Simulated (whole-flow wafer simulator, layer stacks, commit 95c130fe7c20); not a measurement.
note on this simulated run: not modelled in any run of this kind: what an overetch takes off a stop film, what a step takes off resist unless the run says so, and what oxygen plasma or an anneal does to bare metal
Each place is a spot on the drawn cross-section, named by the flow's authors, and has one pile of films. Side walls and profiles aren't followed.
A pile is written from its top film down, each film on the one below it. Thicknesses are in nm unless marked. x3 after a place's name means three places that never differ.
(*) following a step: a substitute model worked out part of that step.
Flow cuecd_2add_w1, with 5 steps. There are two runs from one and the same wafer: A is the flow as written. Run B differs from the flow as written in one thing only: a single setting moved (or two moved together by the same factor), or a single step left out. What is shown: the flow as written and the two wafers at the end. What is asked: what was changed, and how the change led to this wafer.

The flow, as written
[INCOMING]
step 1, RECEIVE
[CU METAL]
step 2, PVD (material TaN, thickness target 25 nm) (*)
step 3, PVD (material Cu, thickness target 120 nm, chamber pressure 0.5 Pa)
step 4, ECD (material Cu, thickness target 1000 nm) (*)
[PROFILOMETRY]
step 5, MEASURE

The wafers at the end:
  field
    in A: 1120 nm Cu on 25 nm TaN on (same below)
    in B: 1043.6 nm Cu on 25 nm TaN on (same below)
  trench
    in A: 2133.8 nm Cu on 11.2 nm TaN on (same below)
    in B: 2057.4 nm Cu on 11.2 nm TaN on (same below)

The reason: step 3, PVD: thickness target 43.6 nm was run, though the flow has thickness target 120 nm.

Step by step, how the change led to this:
  step 3, PVD (material Cu, thickness target 120 nm, chamber pressure 0.5 Pa)
      field: A Cu gains 120 (new film) | B Cu gains 43.6 (new film)
      trench: A Cu gains 53.6 (new film) | B Cu gains 19.9 (new film)
  step 4, ECD (material Cu, thickness target 1000 nm) (*)
      trench: A Cu gains 2080.2 | B Cu gains 2037.4
